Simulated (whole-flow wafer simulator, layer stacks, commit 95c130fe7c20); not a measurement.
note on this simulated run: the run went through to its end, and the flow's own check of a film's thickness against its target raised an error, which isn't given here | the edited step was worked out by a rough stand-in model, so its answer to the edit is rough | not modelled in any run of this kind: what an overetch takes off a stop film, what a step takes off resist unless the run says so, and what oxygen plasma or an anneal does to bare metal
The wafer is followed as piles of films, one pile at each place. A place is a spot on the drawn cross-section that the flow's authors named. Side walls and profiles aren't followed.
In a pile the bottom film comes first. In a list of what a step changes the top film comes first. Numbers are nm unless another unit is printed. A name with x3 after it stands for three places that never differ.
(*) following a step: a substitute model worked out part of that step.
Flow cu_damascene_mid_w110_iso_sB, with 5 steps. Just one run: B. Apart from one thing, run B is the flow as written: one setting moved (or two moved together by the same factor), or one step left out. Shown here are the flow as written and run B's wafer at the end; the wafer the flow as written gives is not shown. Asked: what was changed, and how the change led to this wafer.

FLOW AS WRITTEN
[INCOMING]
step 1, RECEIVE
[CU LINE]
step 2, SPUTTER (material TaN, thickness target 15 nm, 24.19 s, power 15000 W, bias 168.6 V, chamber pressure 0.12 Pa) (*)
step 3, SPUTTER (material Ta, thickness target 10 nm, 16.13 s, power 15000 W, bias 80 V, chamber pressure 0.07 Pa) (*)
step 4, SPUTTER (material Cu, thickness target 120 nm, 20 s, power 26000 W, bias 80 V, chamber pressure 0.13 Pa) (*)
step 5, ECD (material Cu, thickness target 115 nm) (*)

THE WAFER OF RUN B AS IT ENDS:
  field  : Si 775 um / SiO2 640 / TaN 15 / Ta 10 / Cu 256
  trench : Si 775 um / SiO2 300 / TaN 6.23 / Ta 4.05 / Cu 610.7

The reason: step 4, SPUTTER: thickness target 141 nm was run, though the flow has thickness target 120 nm; step 4, SPUTTER: 23.5 s was run, where the flow has 20 s.

How this came from the change, step by step:
  step 4, SPUTTER (material Cu, thickness target 120 nm, 20 s, power 26000 W, bias 80 V, chamber pressure 0.13 Pa) (*)
      field: Cu gains 141 (new film) (it would be, as written: Cu gains 120 (new film))
      trench: Cu gains 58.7 (new film) (it would be, as written: Cu gains 49.9 (new film))
  step 5, ECD (material Cu, thickness target 115 nm) (*)
      trench: Cu gains 552.1 (it would be, as written: Cu gains 539.8)
